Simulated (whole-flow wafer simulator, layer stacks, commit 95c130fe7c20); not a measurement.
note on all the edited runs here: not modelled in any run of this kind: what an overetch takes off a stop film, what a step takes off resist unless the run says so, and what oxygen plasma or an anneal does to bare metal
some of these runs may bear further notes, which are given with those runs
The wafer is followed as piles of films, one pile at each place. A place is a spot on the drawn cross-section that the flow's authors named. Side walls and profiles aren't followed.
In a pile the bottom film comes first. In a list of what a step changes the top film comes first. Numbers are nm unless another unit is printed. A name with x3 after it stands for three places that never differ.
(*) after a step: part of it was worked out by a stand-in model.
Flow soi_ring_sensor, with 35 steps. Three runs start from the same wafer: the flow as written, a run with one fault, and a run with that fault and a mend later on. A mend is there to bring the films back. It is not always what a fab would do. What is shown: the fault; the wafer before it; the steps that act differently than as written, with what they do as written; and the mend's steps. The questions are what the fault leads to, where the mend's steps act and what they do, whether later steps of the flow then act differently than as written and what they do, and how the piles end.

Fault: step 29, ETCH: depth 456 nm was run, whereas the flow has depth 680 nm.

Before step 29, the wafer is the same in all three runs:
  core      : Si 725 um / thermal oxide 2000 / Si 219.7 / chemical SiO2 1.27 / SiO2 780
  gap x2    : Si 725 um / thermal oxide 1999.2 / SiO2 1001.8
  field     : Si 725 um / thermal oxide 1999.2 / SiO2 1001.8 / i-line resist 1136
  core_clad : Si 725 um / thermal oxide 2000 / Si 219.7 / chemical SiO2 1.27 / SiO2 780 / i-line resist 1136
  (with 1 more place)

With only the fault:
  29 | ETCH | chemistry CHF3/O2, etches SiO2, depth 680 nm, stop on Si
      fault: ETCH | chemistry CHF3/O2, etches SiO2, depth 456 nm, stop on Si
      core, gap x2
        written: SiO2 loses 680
        fault: SiO2 loses 456
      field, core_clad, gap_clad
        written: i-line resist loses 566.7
        fault: i-line resist loses 380
  Steps later in the flow that act otherwise than as written:
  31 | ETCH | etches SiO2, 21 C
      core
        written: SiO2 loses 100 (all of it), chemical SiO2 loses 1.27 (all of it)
        fault: SiO2 loses 324 (all of it), chemical SiO2 loses 1.27 (all of it)
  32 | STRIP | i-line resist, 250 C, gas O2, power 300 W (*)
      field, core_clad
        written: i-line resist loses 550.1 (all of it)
        fault: i-line resist loses 736.7 (all of it)
  At the end the piles are close to the flow's at the places that both follow, differing by at most 2% or 0.5 nm, whichever is larger.

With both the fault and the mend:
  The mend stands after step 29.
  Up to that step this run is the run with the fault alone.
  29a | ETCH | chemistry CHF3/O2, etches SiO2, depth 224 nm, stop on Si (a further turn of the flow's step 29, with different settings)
      core, gap x2
        SiO2 loses 224
      field, core_clad, gap_clad
        i-line resist loses 186.7
  None of the later steps of the flow acts differently than as written at any place that is followed.
  By the end, the piles equal the flow's at every place that both follow.
